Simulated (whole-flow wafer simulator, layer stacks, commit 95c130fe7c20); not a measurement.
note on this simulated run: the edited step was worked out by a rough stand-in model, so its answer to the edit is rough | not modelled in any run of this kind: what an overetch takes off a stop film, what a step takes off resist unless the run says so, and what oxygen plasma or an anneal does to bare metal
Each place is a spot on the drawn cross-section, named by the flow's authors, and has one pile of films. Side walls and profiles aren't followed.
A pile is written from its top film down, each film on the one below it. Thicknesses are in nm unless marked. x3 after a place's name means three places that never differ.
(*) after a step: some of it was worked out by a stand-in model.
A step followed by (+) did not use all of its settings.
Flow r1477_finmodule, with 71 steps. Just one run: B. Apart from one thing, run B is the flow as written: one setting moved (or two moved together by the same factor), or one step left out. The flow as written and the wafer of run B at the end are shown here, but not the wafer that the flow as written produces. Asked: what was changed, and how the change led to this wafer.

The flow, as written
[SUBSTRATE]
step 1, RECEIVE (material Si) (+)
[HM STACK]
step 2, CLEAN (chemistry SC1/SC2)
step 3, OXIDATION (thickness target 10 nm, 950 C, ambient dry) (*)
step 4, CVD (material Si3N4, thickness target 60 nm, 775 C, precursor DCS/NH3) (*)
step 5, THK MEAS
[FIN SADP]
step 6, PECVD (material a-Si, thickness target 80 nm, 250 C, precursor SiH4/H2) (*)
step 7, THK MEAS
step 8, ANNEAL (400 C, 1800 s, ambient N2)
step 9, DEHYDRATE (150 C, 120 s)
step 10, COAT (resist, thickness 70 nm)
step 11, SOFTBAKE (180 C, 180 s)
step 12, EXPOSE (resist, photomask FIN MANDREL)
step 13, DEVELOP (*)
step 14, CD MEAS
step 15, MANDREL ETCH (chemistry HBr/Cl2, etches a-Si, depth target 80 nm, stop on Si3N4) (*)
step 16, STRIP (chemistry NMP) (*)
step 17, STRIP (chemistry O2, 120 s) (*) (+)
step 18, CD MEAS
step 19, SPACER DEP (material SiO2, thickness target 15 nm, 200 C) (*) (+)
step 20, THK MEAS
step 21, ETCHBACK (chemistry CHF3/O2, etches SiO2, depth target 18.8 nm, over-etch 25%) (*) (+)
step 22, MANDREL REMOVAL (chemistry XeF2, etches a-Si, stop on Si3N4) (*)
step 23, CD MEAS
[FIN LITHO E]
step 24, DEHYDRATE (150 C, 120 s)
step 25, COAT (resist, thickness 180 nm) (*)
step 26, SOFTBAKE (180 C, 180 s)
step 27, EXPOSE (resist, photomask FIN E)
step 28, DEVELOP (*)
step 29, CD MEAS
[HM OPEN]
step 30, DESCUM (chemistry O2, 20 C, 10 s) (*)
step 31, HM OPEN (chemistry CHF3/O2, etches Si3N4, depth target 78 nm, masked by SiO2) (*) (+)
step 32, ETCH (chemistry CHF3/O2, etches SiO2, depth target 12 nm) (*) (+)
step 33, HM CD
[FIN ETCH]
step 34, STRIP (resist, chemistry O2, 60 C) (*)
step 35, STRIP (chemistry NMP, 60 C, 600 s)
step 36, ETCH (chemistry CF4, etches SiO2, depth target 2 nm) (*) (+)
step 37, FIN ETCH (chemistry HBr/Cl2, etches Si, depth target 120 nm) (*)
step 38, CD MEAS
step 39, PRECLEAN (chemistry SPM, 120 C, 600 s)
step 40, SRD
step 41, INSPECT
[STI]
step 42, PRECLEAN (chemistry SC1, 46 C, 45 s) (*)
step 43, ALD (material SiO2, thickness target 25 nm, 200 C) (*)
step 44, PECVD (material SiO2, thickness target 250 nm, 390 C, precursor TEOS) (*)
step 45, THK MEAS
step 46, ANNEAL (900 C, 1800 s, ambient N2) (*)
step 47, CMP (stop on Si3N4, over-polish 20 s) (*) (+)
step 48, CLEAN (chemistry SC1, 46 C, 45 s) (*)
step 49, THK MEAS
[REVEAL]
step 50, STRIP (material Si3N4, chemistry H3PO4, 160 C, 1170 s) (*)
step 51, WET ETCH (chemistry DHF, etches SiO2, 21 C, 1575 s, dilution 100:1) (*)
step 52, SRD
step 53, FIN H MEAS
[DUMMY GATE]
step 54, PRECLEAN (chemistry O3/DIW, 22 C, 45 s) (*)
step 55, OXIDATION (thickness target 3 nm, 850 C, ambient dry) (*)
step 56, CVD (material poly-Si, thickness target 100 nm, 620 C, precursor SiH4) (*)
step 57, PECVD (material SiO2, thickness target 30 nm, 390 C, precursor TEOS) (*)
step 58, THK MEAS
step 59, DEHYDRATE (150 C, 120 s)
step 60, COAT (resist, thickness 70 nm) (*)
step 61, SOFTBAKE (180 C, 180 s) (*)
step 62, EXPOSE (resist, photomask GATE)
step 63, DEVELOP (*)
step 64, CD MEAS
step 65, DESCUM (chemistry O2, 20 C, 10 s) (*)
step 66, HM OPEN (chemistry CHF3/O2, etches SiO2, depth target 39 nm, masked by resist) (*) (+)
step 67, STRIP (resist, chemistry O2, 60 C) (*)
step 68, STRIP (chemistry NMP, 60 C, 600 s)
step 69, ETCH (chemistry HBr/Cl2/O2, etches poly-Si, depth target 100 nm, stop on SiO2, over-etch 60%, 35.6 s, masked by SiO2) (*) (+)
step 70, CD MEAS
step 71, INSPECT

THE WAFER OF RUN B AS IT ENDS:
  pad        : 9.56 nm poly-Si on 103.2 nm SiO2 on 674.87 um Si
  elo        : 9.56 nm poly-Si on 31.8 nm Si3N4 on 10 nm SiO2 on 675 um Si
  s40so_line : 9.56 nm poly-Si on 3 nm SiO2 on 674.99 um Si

Cause: step 69, ETCH: depth target 55 nm was run, though the flow has depth target 100 nm.

The path from the change to this, step by step:
  step 69, ETCH (chemistry HBr/Cl2/O2, etches poly-Si, depth target 100 nm, stop on SiO2, over-etch 60%, 35.6 s, masked by SiO2) (*) (+)
      pad, eso, e40so and 8 more: -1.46 chemical SiO2 (all of it), -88 poly-Si (as written it would have been: -1.46 chemical SiO2 (all of it), -97.6 poly-Si (all of it), -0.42 SiO2)
      elo, e40lo, e100lo, e200lo: -1.46 chemical SiO2 (all of it), -88 poly-Si (as written it would have been: -1.46 chemical SiO2 (all of it), -97.6 poly-Si (all of it), -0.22 Si3N4)
      (also at 21 further places)
